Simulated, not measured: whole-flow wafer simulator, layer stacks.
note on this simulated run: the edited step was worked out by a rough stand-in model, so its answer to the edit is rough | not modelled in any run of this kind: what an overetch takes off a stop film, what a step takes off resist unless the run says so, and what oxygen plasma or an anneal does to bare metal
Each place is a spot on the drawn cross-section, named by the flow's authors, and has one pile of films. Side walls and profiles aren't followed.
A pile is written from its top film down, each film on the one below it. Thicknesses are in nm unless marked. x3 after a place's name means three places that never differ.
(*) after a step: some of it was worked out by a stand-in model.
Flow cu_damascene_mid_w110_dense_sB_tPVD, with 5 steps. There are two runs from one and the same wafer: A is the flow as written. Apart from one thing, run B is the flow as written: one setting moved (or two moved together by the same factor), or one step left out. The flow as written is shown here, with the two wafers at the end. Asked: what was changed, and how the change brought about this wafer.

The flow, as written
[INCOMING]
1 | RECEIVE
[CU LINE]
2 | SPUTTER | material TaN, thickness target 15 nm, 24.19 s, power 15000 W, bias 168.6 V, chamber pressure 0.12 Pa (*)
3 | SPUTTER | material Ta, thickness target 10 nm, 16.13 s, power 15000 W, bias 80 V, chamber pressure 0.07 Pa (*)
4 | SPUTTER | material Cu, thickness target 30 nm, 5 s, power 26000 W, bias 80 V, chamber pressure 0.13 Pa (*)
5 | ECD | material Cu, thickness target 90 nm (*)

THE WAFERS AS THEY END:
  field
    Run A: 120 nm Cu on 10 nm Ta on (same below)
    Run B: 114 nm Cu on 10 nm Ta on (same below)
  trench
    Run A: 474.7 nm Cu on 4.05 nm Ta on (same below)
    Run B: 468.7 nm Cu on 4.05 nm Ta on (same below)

The reason: step 4, SPUTTER: 4 s was run, though the flow has 5 s.

The path from the change to this, step by step:
  4 | SPUTTER | material Cu, thickness target 30 nm, 5 s, power 26000 W, bias 80 V, chamber pressure 0.13 Pa (*)
      field: A Cu gains 30 (new film) | B Cu gains 24 (new film)
      trench: A Cu gains 12.5 (new film) | B Cu gains 9.98 (new film)
